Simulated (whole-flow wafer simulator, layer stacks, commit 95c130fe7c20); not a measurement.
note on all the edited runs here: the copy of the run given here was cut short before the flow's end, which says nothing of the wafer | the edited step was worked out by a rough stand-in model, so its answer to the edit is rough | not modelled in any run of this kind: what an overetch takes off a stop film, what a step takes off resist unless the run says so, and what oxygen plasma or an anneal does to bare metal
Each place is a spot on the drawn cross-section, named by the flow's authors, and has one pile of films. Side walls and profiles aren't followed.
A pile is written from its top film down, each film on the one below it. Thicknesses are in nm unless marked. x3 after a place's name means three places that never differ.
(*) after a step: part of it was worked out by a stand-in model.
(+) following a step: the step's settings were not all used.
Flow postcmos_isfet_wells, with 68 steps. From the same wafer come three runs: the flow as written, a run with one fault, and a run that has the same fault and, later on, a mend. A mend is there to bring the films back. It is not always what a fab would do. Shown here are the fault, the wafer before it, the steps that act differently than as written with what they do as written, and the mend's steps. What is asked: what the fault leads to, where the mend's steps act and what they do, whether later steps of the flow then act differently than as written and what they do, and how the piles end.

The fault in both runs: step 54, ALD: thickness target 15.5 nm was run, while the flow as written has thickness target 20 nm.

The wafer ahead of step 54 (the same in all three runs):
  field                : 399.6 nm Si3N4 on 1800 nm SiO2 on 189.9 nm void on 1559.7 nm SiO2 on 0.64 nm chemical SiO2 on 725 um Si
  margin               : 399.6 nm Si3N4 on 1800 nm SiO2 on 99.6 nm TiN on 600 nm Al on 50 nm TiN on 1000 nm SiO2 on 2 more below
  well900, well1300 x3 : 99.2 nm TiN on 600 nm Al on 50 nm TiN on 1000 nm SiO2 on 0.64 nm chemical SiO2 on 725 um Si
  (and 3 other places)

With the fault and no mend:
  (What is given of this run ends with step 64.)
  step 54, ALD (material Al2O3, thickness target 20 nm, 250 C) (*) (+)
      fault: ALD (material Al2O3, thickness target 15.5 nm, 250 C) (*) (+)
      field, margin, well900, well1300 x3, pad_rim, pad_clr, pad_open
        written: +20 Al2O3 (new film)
        fault: +15.5 Al2O3 (new film)
  None of the later steps of the flow up to step 64 differs from how it acts as written, at any place that is followed, by more than 2% or 0.5 nm, whichever is larger.
  The piles after step 64 differ from the flow's at field, margin, pad_rim, pad_clr, pad_open by more than 2% or 0.5 nm, whichever is larger.
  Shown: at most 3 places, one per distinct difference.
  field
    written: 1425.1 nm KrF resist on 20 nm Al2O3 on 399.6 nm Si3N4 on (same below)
    fault: 1413.7 nm KrF resist on 15.5 nm Al2O3 on 399.6 nm Si3N4 on (same below)
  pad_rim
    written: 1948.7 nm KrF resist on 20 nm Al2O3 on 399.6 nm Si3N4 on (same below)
    fault: 1947.9 nm KrF resist on 15.5 nm Al2O3 on 399.6 nm Si3N4 on (same below)
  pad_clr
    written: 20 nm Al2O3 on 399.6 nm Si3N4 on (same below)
    fault: 15.5 nm Al2O3 on 399.6 nm Si3N4 on (same below)

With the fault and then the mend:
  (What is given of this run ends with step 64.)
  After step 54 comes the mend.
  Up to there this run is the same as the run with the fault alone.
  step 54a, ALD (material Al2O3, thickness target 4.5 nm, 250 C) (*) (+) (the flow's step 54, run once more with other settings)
      field, margin, well900, well1300 x3, pad_rim, pad_clr, pad_open
        +4.5 Al2O3
  None of the later steps of the flow up to step 64 acts differently than as written at any place that is followed.
  At every place that both follow, the piles after step 64 match the flow's.
